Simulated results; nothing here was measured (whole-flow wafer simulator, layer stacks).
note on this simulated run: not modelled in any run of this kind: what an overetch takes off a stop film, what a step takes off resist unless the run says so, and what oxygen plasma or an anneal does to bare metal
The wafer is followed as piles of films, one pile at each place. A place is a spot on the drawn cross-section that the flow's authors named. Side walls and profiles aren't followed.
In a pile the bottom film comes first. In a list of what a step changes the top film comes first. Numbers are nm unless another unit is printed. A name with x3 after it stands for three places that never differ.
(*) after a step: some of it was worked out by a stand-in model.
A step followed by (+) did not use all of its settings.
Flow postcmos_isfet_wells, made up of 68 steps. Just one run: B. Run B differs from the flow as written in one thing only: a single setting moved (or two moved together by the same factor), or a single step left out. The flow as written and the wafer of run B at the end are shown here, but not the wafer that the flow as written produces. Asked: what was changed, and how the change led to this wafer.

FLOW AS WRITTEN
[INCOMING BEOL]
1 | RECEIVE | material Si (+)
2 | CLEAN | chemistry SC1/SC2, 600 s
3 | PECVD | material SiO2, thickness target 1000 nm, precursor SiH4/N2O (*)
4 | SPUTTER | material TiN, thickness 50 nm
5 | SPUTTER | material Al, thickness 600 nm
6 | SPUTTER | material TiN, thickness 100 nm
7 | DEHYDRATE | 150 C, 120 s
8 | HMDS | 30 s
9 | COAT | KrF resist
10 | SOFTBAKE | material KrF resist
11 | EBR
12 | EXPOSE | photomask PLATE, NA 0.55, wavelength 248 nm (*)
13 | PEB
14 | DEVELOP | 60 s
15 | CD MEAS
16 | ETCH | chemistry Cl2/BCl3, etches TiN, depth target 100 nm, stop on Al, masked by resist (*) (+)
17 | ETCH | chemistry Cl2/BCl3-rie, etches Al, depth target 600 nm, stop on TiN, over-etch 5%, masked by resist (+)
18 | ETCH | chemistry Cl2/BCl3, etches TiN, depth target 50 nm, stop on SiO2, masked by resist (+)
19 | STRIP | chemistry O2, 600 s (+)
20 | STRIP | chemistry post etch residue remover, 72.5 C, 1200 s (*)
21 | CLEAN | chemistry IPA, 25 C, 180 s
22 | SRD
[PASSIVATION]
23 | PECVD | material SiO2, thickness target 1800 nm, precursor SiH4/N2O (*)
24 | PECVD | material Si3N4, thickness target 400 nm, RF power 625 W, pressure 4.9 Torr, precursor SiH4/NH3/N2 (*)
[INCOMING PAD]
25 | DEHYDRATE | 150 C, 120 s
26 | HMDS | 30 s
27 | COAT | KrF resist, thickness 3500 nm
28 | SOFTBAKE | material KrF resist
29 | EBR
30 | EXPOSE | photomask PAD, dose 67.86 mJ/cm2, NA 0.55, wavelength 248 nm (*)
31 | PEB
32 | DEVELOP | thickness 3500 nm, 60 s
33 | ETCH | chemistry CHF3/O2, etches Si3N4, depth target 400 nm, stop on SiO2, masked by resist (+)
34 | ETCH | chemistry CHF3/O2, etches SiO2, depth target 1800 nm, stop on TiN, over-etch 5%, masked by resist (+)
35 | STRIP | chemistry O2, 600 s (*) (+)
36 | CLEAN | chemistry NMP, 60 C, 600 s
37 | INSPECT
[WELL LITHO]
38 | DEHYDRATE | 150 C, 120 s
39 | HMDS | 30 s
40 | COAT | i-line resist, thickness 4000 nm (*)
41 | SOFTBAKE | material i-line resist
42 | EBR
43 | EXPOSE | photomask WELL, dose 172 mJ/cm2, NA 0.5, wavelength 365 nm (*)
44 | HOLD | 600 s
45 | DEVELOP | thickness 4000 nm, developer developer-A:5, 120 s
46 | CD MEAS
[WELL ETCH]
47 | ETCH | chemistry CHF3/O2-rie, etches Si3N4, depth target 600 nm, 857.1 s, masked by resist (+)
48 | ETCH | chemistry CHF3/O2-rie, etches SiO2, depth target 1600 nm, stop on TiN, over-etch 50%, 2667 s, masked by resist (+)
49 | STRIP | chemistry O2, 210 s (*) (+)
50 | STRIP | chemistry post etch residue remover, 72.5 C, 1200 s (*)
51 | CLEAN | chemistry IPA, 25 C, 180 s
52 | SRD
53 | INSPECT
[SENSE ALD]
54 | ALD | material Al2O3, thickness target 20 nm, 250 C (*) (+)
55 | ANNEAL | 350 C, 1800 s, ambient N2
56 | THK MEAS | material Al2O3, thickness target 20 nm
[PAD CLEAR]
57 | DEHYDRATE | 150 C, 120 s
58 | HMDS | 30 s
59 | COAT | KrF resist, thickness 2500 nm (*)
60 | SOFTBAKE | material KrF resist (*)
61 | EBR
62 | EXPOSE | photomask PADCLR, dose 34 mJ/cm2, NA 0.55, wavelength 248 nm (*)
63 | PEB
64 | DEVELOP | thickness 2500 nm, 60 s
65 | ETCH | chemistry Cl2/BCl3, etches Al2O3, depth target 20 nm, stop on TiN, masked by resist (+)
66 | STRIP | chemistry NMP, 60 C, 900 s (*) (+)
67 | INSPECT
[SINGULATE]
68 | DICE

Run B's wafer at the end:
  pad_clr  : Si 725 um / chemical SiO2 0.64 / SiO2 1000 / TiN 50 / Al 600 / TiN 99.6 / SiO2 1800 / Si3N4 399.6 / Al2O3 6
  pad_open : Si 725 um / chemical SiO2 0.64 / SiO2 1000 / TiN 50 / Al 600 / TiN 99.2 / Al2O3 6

What caused this: step 65, ETCH: depth target 14 nm was run, though the flow has depth target 20 nm.

How this came from the change, step by step:
  65 | ETCH | chemistry Cl2/BCl3, etches Al2O3, depth target 20 nm, stop on TiN, masked by resist (+)
      pad_clr, pad_open: -14 Al2O3 (as written it would have been: -20 Al2O3 (all of it))
      field, margin, pad_rim: -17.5 KrF resist (as written it would have been: -25 KrF resist)
